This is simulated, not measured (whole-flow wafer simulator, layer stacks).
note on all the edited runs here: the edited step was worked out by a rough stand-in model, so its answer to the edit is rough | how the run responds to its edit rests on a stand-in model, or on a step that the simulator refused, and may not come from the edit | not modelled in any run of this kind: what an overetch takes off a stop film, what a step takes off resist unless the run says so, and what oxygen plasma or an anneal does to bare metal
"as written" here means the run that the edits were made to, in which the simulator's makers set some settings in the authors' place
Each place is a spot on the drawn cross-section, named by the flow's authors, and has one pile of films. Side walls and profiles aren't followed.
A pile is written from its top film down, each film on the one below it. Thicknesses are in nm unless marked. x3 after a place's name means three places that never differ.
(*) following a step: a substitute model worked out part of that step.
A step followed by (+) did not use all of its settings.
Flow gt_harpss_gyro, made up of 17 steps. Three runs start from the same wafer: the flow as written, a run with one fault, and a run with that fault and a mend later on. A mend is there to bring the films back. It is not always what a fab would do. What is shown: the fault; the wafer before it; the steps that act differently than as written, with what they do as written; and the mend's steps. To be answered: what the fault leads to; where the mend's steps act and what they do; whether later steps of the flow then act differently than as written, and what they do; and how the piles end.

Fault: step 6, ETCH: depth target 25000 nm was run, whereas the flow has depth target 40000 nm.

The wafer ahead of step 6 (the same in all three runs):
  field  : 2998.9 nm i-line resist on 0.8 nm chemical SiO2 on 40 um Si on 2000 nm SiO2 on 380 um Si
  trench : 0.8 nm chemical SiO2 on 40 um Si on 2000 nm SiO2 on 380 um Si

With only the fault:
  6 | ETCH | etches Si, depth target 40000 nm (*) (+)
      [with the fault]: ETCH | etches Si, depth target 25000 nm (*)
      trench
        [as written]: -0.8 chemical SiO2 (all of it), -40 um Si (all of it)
        [with the fault]: -0.8 chemical SiO2 (all of it), -25 um Si
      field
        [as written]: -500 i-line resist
        [with the fault]: -312.5 i-line resist
  Steps later in the flow that act otherwise than as written (not shown: 3 more steps that differ only slightly, by at most 2% or 0.5 nm, whichever is larger):
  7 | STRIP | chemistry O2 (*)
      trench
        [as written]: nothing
        [with the fault]: +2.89 chemical SiO2 (new film), -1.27 Si
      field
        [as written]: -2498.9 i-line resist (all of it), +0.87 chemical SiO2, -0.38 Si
        [with the fault]: -2686.4 i-line resist (all of it), +0.89 chemical SiO2, -0.39 Si
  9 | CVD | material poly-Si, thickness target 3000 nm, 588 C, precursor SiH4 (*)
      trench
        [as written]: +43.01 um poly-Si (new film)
        [with the fault]: +28 um poly-Si (new film)
  At trench, the piles at the end differ from the flow's by more than 2% or 0.5 nm, whichever is larger.
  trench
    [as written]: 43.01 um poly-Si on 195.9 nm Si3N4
    [with the fault]: 28 um poly-Si on 198 nm Si3N4 on 2.89 nm chemical SiO2 on 15 um Si

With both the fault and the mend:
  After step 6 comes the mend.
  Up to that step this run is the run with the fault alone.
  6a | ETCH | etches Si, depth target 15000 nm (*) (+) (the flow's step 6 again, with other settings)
      field
        -187.5 i-line resist
      trench
        -15 um Si (all of it)
  Every later step of the flow that is run acts as written at every place that is followed.
  By the end, the piles equal the flow's at every place that both follow.
